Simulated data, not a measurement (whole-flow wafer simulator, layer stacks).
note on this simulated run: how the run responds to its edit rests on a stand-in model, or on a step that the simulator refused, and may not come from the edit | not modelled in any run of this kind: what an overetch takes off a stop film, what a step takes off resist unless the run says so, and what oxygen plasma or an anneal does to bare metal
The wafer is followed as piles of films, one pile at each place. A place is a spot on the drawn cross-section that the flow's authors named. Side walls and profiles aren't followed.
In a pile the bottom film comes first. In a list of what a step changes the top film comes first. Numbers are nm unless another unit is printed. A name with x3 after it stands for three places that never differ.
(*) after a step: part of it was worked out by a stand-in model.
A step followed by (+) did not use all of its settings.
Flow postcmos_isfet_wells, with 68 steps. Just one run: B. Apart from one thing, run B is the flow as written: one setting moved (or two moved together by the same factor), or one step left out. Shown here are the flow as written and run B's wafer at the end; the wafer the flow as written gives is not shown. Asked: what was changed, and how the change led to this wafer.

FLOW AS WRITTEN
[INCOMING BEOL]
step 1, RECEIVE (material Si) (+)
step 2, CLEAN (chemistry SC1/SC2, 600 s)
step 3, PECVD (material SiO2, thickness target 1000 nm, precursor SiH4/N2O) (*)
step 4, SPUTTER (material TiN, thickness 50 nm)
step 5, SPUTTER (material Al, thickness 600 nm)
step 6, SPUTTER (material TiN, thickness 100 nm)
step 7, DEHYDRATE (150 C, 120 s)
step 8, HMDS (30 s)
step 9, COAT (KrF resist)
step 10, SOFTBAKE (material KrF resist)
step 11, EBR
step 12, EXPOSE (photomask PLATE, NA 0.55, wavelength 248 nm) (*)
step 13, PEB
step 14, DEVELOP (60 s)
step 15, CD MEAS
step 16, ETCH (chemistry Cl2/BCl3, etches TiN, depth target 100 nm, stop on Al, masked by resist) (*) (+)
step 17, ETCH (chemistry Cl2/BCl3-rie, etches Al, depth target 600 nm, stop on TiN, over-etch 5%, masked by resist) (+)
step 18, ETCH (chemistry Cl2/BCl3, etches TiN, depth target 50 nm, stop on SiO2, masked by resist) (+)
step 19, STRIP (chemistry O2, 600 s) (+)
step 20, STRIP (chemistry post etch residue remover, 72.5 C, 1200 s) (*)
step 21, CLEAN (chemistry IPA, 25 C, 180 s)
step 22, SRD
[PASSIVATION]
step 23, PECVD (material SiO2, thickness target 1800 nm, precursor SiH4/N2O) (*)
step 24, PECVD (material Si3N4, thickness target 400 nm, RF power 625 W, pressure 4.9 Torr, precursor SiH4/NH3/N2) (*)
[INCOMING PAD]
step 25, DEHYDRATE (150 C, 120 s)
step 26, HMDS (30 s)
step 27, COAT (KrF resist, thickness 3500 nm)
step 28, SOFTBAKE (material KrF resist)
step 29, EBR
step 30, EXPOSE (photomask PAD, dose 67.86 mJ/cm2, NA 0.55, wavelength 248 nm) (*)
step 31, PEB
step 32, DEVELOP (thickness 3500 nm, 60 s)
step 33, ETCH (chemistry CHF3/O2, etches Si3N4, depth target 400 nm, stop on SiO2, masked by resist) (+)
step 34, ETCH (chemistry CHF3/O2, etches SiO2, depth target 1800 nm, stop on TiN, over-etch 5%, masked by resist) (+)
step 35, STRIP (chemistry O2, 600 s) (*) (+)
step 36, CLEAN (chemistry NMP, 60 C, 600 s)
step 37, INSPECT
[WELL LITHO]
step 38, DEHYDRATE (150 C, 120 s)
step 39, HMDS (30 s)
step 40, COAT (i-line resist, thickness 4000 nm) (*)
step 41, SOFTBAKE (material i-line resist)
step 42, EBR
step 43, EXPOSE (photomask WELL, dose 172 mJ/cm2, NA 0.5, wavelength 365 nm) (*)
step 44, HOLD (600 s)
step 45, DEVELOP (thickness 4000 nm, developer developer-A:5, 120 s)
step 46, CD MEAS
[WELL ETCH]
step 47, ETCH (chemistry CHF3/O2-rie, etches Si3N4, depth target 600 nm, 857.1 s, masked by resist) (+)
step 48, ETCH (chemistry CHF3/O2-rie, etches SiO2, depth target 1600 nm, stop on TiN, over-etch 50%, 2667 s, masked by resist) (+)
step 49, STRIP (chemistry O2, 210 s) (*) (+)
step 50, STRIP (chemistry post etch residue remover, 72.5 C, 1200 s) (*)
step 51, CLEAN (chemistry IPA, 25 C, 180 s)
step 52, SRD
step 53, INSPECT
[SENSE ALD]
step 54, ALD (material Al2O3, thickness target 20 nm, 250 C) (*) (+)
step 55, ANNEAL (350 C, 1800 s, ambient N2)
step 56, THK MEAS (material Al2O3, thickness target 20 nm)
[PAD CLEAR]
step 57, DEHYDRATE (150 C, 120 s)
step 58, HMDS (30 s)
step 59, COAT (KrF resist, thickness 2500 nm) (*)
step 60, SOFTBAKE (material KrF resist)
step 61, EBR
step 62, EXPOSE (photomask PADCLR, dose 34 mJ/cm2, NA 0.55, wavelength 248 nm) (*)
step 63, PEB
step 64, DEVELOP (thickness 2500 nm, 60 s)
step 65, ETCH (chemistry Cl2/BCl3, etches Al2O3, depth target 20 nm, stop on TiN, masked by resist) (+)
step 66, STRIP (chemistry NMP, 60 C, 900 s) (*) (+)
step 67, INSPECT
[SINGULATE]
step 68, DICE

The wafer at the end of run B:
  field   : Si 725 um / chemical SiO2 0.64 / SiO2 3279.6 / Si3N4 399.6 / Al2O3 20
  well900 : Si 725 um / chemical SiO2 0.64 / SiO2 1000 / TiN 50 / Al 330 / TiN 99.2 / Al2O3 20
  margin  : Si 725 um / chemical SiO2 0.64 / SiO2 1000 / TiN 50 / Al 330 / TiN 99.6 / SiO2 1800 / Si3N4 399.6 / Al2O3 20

Cause: step 5, SPUTTER: thickness 330 nm was run, whereas the flow has thickness 600 nm.
The wafer lets one read it off: well900 has Al 330, and step 5 as written asks for 600 nm.

Step by step, how the change led to this:
  step 5, SPUTTER (material Al, thickness 600 nm)
      field, margin, well900, well1300 x3, pad_rim, pad_clr, pad_open: +330 Al (new film) (in the flow as written it would be: +600 Al (new film))
  step 17, ETCH (chemistry Cl2/BCl3-rie, etches Al, depth target 600 nm, stop on TiN, over-etch 5%, masked by resist) (+)
      margin, well900, well1300 x3, pad_rim, pad_clr, pad_open: -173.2 KrF resist (in the flow as written it would be: -300 KrF resist)
      field: -330 Al (all of it) (in the flow as written it would be: -600 Al (all of it))
  step 19, STRIP (chemistry O2, 600 s) (+)
      margin, well900, well1300 x3, pad_rim, pad_clr, pad_open: -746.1 KrF resist (all of it) (in the flow as written it would be: -619.4 KrF resist (all of it))
  step 23, PECVD (material SiO2, thickness target 1800 nm, precursor SiH4/N2O) (*)
      field: +2279.6 SiO2 (in the flow as written it would be: +1800 SiO2 (new film), +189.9 void (new film), +559.7 SiO2)
